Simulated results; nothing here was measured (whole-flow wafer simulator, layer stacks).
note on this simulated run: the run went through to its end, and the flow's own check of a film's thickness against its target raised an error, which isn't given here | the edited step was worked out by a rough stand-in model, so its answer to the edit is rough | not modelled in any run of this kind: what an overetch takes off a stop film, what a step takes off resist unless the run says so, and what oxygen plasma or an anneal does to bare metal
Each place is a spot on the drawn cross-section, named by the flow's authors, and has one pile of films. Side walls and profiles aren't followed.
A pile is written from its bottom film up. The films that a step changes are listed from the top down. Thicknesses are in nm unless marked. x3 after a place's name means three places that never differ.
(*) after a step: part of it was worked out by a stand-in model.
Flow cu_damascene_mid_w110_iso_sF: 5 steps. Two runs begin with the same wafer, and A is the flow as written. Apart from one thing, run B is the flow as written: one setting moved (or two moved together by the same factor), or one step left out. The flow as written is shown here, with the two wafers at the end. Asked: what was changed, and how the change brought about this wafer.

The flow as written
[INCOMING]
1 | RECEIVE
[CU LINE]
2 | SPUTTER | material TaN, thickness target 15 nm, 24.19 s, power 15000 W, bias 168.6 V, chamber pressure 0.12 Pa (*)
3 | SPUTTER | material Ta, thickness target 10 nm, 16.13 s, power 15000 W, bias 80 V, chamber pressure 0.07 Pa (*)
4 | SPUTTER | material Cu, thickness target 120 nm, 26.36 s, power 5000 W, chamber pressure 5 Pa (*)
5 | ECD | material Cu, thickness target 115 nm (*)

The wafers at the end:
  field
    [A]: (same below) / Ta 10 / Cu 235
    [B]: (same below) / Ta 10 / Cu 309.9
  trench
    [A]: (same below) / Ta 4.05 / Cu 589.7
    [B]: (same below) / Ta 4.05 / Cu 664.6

What caused this: step 4, SPUTTER: 42.18 s was run, while the flow as written has 26.36 s.

The path from the change to this, step by step:
  4 | SPUTTER | material Cu, thickness target 120 nm, 26.36 s, power 5000 W, chamber pressure 5 Pa (*)
      field: A +120 Cu (new film) | B +194.9 Cu (new film)
      trench: A +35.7 Cu (new film) | B +58 Cu (new film)
  5 | ECD | material Cu, thickness target 115 nm (*)
      trench: A +554 Cu | B +606.6 Cu
